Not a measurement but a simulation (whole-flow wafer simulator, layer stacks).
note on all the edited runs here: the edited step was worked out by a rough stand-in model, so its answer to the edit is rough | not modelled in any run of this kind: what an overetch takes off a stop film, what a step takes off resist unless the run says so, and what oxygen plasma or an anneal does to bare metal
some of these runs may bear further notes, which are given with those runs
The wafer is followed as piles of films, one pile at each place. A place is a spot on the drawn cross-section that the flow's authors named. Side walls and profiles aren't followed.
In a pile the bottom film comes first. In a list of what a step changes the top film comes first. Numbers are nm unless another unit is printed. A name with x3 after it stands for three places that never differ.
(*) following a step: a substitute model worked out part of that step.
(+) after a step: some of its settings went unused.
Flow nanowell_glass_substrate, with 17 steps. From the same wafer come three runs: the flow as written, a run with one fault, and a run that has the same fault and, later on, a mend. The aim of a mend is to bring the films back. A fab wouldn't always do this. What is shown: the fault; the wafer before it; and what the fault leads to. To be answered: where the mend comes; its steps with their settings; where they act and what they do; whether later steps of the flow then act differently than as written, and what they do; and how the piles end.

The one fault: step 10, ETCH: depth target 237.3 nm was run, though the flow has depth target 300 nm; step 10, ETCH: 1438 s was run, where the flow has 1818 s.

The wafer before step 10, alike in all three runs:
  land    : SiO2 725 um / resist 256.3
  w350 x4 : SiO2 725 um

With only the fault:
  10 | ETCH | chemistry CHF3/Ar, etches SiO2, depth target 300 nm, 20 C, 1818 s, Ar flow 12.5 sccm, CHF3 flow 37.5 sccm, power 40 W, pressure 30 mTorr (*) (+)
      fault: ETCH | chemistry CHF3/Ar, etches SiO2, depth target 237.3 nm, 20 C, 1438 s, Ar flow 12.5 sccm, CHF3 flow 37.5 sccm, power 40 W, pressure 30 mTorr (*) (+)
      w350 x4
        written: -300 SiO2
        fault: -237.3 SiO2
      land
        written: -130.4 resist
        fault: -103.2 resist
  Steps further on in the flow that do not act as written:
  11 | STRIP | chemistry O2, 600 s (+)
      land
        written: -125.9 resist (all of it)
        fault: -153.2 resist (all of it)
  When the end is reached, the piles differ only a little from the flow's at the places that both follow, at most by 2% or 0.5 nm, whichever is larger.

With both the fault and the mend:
  The mend follows step 10.
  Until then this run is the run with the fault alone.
  10a | ETCH | chemistry CHF3/Ar, etches SiO2, depth target 62.7 nm, 20 C, 380 s, Ar flow 12.5 sccm, CHF3 flow 37.5 sccm, power 40 W, pressure 30 mTorr (*) (+) (a further turn of the flow's step 10, with different settings)
      w350 x4
        -62.7 SiO2
      land
        -27.3 resist
  Every later step of the flow that is run acts as written at every place that is followed.
  By the end, the piles equal the flow's at every place that both follow.
